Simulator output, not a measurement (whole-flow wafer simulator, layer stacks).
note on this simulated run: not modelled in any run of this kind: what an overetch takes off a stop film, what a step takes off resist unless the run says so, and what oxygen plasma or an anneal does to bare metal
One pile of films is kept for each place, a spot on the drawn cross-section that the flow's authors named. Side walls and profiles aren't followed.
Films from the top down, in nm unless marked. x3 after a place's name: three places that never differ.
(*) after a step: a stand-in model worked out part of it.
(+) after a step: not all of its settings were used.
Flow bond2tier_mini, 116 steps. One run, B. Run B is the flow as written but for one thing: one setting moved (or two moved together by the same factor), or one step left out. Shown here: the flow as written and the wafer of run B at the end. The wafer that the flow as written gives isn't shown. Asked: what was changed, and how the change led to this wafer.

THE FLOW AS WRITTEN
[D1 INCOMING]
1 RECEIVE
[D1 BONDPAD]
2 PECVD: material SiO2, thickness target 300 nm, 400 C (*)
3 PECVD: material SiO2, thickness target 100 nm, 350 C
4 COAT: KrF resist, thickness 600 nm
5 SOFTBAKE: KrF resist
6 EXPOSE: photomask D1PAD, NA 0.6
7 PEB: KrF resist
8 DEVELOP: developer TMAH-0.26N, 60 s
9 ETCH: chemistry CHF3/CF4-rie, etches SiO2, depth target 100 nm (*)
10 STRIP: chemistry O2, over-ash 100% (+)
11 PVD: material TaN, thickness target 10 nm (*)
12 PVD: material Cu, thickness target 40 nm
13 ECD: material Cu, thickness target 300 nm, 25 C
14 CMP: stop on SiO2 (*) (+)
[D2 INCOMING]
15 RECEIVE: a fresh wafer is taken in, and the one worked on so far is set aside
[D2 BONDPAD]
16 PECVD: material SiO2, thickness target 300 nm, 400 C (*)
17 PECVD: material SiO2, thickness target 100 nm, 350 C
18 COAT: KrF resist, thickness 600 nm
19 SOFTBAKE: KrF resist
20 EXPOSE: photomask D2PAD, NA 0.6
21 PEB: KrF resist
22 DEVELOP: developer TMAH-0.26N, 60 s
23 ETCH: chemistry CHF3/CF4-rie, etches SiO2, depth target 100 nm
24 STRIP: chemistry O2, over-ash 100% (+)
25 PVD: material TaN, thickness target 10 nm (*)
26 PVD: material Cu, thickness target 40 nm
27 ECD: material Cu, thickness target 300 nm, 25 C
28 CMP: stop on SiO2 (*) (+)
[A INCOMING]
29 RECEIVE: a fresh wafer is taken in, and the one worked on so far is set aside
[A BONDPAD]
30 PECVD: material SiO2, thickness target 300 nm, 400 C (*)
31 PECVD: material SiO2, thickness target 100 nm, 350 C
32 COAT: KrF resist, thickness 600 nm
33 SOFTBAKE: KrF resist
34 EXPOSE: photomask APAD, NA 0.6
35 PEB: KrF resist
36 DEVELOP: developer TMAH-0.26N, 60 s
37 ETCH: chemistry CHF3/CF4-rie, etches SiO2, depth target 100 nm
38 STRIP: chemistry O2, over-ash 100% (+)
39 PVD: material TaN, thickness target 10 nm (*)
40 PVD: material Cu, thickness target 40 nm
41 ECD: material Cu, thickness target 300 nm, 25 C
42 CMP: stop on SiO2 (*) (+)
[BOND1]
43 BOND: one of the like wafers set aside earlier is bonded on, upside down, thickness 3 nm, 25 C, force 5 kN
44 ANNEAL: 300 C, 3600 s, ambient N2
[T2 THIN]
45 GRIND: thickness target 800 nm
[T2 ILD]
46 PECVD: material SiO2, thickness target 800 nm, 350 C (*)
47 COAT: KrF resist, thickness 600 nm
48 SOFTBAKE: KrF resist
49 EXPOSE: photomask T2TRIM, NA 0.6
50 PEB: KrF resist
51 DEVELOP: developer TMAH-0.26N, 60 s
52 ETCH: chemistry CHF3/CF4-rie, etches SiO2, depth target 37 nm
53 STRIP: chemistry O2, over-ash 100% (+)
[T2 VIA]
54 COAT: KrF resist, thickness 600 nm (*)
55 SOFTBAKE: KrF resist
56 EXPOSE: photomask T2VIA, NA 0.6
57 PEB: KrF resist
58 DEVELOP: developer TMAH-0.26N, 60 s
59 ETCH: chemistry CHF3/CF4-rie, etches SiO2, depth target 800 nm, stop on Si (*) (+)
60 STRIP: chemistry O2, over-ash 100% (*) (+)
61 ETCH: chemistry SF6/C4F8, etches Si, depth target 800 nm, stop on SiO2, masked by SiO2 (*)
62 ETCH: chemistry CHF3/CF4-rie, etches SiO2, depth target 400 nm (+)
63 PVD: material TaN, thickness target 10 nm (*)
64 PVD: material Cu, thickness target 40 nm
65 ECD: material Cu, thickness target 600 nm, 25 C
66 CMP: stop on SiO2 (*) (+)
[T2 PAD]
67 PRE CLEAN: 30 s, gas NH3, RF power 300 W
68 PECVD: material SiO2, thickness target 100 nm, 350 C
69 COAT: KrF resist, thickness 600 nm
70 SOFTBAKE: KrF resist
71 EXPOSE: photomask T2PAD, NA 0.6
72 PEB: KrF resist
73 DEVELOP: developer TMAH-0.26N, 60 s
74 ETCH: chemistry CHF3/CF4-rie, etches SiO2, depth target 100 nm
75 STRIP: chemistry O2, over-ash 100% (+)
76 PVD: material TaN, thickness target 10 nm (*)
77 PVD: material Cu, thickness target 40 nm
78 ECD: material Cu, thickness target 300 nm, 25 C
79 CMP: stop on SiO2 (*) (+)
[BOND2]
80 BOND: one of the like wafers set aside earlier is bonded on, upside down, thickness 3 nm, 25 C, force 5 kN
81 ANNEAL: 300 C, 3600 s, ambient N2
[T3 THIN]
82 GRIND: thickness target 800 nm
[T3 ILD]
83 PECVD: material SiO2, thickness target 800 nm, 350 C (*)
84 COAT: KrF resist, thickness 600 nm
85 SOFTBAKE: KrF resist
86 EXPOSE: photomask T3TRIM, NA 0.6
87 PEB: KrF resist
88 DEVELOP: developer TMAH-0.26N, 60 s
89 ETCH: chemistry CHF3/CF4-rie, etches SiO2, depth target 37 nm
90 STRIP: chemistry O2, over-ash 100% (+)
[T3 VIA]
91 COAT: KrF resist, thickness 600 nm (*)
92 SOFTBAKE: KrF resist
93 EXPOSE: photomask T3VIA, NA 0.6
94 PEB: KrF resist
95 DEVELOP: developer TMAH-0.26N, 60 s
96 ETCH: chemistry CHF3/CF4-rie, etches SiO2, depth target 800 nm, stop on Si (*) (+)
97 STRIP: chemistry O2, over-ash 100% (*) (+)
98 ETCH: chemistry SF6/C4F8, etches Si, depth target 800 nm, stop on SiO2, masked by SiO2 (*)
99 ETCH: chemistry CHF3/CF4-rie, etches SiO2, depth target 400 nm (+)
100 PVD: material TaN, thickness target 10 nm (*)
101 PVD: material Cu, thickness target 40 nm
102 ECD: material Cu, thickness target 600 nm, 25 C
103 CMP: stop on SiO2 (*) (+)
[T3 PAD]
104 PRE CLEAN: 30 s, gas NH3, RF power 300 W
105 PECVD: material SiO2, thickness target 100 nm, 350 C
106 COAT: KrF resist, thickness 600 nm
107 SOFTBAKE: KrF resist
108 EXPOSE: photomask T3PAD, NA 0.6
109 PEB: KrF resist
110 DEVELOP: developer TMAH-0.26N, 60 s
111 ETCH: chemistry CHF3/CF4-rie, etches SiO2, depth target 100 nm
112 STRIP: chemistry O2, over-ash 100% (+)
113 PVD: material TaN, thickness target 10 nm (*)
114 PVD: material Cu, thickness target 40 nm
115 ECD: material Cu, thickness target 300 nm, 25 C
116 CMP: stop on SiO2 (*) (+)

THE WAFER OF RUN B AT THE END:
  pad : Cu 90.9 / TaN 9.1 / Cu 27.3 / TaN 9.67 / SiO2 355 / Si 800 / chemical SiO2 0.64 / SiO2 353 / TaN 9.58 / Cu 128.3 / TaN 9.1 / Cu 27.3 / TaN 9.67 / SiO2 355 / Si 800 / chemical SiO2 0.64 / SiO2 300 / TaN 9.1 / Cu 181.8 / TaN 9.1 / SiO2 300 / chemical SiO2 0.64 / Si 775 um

The cause: step 23, ETCH: depth target 47 nm was run, where the flow has depth target 100 nm.

How the change led to this, step by step:
  23 ETCH: chemistry CHF3/CF4-rie, etches SiO2, depth target 100 nm
      pad, via: SiO2 -47 (as written it would be: SiO2 -100)
      field: KrF resist -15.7 (as written it would be: KrF resist -33.3)
  24 STRIP: chemistry O2, over-ash 100% (+)
      field: KrF resist -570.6 (all of it) (as written it would be: KrF resist -552.9 (all of it))
  26 PVD: material Cu, thickness target 40 nm
      pad: Cu +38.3 (new film) (as written it would be: Cu +36.4 (new film))
  27 ECD: material Cu, thickness target 300 nm, 25 C
      pad: Cu +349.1 (as written it would be: Cu +404.5)
      via: Cu +347 (as written it would be: Cu +400.2)
  80 BOND: one of the like wafers set aside earlier is bonded on, upside down, thickness 3 nm, 25 C, force 5 kN
      pad: Si +775 um (new film), chemical SiO2 +0.64 (new film), SiO2 +353 (new film), TaN +9.58 (new film), Cu +37.4 (as written it would be: Si +775 um (new film), chemical SiO2 +0.64 (new film), SiO2 +300 (new film), TaN +9.1 (new film), Cu +90.9)
